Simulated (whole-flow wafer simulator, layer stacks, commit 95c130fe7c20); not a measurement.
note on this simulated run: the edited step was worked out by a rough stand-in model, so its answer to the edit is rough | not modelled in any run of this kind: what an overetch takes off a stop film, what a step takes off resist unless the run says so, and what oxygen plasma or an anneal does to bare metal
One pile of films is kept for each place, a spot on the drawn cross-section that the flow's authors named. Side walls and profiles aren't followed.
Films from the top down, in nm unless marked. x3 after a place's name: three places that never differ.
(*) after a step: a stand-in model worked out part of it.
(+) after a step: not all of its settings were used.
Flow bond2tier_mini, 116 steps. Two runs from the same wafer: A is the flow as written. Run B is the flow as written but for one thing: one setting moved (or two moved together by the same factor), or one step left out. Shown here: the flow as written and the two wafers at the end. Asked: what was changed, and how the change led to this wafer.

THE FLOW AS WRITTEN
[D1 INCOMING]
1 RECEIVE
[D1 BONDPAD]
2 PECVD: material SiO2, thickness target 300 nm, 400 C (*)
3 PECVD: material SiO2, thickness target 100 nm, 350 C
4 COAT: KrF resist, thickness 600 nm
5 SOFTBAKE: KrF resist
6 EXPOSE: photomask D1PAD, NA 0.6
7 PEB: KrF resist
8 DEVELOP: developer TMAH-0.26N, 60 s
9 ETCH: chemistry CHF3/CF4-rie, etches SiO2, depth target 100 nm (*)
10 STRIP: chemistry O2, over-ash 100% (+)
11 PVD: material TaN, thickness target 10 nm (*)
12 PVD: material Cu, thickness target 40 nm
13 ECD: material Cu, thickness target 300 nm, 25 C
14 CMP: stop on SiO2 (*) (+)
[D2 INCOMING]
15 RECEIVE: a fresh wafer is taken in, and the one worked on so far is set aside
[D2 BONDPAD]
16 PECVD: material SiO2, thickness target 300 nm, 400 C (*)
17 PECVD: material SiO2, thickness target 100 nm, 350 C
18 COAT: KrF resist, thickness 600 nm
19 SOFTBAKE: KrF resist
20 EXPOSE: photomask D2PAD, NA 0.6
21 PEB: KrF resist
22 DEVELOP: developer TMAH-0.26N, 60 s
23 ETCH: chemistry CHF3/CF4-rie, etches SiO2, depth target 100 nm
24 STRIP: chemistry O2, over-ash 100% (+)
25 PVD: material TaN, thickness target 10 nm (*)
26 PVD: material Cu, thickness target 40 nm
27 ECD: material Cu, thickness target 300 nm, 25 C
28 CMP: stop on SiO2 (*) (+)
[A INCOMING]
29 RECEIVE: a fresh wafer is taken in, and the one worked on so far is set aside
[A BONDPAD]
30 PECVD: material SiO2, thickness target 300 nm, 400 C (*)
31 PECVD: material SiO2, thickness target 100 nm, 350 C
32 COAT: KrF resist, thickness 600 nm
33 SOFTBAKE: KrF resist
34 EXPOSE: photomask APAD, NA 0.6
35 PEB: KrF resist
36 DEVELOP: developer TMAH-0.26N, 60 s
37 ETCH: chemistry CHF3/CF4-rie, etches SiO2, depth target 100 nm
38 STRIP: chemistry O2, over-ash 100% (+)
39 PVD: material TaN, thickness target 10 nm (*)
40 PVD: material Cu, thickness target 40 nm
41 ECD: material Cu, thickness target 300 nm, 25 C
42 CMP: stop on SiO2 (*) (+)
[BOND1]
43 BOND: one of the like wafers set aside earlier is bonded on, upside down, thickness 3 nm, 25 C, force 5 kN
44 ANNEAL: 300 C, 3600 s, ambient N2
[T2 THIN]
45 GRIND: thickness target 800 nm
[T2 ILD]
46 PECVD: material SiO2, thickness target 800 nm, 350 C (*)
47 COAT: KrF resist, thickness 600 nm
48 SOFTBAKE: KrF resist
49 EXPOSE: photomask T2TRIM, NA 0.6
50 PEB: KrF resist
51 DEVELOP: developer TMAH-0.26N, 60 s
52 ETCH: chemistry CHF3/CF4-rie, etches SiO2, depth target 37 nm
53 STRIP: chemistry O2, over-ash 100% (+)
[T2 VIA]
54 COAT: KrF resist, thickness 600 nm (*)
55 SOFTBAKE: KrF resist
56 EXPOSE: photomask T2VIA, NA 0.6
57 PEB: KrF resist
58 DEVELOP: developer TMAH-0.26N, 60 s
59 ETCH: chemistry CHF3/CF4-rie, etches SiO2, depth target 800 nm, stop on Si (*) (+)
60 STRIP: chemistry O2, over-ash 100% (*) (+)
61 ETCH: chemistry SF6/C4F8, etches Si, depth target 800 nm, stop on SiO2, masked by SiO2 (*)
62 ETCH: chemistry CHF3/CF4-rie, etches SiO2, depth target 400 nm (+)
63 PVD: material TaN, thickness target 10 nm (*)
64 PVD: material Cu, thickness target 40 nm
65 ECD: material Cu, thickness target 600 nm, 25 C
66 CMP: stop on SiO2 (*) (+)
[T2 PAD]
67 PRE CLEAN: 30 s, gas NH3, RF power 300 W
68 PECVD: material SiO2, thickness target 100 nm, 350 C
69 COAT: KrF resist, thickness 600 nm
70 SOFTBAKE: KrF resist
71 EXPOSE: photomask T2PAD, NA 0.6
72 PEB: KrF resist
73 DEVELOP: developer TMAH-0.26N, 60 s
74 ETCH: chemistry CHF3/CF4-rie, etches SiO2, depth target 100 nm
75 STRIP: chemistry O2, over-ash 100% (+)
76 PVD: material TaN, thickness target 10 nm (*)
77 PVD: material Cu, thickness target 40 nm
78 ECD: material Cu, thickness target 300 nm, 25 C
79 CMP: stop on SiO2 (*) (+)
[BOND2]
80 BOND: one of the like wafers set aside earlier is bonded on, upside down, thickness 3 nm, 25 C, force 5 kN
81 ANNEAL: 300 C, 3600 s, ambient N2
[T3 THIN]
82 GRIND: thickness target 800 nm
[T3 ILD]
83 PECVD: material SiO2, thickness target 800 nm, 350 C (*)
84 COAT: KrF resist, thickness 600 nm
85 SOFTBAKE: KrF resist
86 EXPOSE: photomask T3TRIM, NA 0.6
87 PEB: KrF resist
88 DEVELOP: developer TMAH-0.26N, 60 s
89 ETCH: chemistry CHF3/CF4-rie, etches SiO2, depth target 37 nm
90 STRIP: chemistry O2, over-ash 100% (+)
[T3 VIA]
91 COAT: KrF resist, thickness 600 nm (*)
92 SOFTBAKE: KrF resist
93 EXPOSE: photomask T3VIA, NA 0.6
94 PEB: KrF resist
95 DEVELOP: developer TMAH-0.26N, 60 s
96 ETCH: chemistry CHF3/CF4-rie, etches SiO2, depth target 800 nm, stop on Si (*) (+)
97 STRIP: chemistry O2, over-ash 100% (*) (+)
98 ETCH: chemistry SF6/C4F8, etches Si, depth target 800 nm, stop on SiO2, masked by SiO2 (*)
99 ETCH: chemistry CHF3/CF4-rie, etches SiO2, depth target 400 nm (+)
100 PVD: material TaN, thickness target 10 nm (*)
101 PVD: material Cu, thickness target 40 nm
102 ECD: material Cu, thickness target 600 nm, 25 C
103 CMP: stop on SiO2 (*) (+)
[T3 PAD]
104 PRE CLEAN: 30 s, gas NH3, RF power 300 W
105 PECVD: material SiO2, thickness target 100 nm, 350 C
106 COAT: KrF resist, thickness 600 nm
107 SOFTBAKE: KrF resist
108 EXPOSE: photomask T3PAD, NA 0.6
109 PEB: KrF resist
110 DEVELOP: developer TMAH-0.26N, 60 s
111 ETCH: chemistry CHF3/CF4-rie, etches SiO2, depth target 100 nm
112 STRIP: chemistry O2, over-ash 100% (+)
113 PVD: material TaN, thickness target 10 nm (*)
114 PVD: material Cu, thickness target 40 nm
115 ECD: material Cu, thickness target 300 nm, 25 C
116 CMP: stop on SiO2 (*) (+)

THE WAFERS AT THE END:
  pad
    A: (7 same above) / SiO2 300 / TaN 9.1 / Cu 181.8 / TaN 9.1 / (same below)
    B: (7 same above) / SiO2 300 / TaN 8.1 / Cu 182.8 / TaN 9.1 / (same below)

The cause: step 25, PVD: thickness target 8.9 nm was run, where the flow has thickness target 10 nm.

How the change led to this, step by step:
  25 PVD: material TaN, thickness target 10 nm (*)
      field: A TaN +10 (new film) | B TaN +8.9 (new film)
      pad: A TaN +9.1 (new film) | B TaN +8.1 (new film)
      (and at 1 more place)
  28 CMP: stop on SiO2 (*) (+)
      field: A Cu -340 (all of it), TaN -10 (all of it) | B Cu -340 (all of it), TaN -8.9 (all of it)
  80 BOND: one of the like wafers set aside earlier is bonded on, upside down, thickness 3 nm, 25 C, force 5 kN
      pad: A Si +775 um (new film), chemical SiO2 +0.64 (new film), SiO2 +300 (new film), TaN +9.1 (new film), Cu +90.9 | B Si +775 um (new film), chemical SiO2 +0.64 (new film), SiO2 +300 (new film), TaN +8.1 (new film), Cu +91.9
